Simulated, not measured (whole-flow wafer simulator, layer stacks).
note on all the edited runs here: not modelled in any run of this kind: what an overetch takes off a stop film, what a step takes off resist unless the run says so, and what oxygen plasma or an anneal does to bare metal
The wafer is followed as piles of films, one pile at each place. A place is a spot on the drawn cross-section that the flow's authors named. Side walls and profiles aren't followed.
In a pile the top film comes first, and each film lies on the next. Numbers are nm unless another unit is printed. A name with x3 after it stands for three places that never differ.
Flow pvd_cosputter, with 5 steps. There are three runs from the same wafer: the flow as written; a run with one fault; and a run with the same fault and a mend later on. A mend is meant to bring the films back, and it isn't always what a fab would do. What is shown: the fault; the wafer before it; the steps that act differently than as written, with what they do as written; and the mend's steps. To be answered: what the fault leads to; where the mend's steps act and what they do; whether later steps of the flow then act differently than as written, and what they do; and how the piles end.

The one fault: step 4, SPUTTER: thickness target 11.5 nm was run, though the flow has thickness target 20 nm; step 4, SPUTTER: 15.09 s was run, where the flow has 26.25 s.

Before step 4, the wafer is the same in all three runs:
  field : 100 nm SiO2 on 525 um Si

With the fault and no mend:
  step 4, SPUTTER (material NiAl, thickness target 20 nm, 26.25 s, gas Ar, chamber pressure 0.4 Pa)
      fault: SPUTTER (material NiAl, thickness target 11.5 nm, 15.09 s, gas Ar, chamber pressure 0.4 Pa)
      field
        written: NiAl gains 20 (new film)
        fault: NiAl gains 11.5 (new film)
  None of the later steps of the flow acts differently than as written at any place that is followed.
  At field, the piles at the end differ from the flow's by more than 2% or 0.5 nm, whichever is larger.
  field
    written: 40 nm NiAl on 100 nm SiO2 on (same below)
    fault: 31.5 nm NiAl on 100 nm SiO2 on (same below)

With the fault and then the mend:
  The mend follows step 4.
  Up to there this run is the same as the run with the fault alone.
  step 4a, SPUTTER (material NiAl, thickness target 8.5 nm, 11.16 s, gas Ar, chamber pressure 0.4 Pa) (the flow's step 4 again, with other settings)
      field
        NiAl gains 8.5
  None of the later steps of the flow acts differently than as written at any place that is followed.
  At every place that both follow, the piles at the end match the flow's.
